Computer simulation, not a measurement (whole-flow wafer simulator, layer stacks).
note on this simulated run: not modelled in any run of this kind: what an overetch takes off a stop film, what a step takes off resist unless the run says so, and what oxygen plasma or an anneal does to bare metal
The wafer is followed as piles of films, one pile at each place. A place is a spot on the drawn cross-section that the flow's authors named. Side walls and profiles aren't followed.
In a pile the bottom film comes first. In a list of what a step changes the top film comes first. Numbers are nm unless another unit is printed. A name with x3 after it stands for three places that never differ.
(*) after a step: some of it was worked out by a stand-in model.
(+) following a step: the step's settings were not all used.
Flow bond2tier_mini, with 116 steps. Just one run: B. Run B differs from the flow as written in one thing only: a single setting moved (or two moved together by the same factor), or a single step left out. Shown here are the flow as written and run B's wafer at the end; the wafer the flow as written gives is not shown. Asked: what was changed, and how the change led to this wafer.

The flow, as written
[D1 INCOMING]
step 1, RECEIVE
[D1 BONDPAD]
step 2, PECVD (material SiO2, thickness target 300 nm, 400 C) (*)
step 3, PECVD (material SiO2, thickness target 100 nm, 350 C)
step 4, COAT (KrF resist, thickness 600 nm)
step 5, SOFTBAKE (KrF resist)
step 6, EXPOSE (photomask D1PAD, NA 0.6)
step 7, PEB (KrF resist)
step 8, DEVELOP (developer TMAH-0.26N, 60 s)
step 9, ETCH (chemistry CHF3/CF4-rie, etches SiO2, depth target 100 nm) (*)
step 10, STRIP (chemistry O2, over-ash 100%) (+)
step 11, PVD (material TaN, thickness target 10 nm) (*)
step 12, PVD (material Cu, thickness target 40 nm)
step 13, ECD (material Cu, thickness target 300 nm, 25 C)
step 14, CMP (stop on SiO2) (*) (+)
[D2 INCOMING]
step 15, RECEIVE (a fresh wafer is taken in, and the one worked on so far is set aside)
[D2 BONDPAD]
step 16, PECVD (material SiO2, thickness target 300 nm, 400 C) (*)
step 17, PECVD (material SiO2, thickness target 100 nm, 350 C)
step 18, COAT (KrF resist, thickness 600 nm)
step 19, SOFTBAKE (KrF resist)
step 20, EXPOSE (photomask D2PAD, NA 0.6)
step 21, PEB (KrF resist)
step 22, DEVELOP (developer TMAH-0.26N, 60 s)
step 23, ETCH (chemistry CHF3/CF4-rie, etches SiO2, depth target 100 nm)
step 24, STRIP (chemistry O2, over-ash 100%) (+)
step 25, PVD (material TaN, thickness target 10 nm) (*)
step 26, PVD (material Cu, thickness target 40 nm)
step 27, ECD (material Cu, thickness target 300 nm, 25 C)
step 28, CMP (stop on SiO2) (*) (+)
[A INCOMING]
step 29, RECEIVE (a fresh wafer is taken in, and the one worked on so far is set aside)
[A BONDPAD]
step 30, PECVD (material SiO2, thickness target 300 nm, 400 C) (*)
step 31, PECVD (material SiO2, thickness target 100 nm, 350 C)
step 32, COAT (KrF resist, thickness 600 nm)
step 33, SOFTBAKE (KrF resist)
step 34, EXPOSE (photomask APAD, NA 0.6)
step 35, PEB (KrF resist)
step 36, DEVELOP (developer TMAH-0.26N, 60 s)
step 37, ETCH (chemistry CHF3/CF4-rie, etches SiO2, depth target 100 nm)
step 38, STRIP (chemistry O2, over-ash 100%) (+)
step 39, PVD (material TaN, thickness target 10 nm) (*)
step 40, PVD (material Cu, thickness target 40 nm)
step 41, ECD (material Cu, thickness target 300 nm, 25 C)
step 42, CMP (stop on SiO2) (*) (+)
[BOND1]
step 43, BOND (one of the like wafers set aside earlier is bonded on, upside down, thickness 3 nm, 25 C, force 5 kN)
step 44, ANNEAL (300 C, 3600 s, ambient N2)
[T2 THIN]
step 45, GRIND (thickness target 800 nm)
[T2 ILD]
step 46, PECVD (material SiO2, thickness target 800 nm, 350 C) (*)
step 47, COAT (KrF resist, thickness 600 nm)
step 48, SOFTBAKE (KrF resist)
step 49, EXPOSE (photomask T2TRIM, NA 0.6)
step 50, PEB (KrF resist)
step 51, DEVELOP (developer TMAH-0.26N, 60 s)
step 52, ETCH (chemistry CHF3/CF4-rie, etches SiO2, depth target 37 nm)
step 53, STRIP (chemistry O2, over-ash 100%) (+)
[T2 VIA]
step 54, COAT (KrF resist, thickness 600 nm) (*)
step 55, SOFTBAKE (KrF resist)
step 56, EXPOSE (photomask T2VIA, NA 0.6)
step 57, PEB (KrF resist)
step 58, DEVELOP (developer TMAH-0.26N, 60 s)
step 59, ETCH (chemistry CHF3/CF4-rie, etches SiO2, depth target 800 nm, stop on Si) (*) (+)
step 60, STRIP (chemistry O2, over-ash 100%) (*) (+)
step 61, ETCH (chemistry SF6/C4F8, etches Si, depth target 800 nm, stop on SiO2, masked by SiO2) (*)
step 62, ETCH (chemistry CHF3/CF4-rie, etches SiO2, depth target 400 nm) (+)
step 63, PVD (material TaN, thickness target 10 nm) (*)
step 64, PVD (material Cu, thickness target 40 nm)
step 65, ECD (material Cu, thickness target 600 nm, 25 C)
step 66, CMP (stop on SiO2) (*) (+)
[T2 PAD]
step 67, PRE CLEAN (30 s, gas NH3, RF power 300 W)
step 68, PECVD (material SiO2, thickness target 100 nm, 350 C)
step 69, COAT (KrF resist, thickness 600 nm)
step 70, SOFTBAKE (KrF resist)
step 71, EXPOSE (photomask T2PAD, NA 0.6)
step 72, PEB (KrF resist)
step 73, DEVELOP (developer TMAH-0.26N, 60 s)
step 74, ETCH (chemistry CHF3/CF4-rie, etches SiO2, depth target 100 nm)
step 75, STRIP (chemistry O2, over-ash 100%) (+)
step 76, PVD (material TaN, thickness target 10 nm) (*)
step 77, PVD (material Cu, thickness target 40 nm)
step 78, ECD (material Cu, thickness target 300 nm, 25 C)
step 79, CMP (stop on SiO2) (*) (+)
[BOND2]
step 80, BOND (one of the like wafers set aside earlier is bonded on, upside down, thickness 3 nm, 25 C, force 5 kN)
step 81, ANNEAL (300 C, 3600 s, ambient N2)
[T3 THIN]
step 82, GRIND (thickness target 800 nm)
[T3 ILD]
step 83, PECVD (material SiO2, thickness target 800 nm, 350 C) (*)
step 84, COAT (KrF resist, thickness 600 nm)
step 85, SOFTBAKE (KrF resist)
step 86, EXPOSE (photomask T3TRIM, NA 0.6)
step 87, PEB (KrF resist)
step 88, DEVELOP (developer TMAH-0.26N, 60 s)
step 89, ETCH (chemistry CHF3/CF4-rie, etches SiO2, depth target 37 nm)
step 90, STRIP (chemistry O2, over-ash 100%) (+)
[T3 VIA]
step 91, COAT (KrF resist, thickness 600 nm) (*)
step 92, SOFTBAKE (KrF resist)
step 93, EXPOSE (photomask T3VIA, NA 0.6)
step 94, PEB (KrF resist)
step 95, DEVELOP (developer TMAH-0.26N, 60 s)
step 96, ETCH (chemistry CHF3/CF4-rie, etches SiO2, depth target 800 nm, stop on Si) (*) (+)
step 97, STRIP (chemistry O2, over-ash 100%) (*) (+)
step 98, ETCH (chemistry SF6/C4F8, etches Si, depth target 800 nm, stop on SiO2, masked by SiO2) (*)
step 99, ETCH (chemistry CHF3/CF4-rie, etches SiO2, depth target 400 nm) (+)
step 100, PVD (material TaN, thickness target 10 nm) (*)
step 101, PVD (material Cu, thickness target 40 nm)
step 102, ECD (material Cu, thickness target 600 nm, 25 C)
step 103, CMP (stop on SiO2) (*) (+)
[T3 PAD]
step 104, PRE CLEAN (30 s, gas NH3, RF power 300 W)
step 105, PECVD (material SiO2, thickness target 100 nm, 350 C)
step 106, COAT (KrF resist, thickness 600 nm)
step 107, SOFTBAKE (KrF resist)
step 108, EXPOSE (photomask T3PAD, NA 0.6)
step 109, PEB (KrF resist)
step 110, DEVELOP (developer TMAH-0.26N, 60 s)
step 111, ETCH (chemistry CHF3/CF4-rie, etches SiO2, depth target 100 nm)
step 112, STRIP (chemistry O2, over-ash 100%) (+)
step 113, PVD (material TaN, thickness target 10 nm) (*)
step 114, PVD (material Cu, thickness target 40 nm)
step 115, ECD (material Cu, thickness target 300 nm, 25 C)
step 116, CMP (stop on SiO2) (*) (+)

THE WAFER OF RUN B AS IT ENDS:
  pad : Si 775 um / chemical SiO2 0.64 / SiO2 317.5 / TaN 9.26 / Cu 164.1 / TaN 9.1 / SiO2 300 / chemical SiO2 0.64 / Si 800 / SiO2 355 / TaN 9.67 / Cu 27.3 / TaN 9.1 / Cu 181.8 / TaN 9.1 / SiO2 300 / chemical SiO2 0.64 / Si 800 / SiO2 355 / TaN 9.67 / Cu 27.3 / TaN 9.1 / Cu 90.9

What caused this: step 37, ETCH: depth target 82.5 nm was run, though the flow has depth target 100 nm.

How this came from the change, step by step:
  step 37, ETCH (chemistry CHF3/CF4-rie, etches SiO2, depth target 100 nm)
      pad, via: SiO2 loses 82.5 (it would be, as written: SiO2 loses 100)
      field: KrF resist loses 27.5 (it would be, as written: KrF resist loses 33.3)
  step 41, ECD (material Cu, thickness target 300 nm, 25 C)
      pad: Cu gains 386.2 (it would be, as written: Cu gains 404.5)
      via: Cu gains 382.6 (it would be, as written: Cu gains 400.2)
